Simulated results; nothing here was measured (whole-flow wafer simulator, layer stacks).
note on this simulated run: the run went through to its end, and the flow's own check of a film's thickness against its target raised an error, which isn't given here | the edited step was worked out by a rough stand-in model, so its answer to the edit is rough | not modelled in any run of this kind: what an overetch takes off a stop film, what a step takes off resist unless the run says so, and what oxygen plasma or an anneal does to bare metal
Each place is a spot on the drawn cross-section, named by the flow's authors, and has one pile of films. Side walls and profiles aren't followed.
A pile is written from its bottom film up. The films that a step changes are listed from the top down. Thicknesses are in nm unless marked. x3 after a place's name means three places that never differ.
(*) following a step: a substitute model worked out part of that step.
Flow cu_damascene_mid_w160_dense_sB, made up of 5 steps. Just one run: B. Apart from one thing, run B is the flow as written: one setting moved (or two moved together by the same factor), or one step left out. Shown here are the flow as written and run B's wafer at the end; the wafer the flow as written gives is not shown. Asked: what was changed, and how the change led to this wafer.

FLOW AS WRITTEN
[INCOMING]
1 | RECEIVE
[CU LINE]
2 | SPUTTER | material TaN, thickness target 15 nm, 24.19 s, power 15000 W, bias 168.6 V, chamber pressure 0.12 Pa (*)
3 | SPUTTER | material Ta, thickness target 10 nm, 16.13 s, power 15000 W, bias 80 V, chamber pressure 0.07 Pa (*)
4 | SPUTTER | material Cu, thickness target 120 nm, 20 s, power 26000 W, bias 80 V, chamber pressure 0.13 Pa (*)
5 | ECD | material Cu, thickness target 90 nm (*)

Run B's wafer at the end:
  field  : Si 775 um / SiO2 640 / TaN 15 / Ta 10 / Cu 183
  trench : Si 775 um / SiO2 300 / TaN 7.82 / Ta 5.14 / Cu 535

The reason: step 5, ECD: thickness target 63 nm was run, while the flow as written has thickness target 90 nm.

Step by step, how the change led to this:
  5 | ECD | material Cu, thickness target 90 nm (*)
      field: Cu gains 63 (in the flow as written it would be: Cu gains 90)
      trench: Cu gains 473 (in the flow as written it would be: Cu gains 500)
